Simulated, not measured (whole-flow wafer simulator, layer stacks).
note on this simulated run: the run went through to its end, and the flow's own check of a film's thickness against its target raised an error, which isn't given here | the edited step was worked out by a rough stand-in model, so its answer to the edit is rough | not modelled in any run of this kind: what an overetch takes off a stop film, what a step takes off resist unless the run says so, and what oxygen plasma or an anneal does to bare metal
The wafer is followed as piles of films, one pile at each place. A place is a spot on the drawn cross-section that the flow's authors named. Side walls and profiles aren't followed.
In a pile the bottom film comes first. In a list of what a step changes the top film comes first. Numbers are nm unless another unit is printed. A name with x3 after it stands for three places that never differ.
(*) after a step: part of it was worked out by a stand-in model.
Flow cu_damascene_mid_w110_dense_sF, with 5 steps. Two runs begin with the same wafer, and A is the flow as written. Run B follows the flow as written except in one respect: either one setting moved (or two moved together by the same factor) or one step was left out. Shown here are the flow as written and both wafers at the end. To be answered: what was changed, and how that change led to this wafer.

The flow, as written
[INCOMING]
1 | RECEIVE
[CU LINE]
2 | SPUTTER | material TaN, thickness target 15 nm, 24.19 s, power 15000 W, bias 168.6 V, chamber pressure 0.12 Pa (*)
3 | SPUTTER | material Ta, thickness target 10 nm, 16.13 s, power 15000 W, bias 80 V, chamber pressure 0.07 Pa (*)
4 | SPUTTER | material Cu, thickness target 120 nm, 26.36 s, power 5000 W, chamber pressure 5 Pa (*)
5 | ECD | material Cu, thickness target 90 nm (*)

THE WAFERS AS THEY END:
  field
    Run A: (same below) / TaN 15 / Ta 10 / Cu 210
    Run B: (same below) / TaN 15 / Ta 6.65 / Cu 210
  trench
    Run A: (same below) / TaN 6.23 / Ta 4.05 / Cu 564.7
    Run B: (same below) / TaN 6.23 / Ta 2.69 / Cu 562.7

What caused this: step 3, SPUTTER: 10.73 s was run, while the flow as written has 16.13 s.

Step by step, how the change led to this:
  3 | SPUTTER | material Ta, thickness target 10 nm, 16.13 s, power 15000 W, bias 80 V, chamber pressure 0.07 Pa (*)
      field: A Ta gains 10 (new film) | B Ta gains 6.65 (new film)
      trench: A Ta gains 4.05 (new film) | B Ta gains 2.69 (new film)
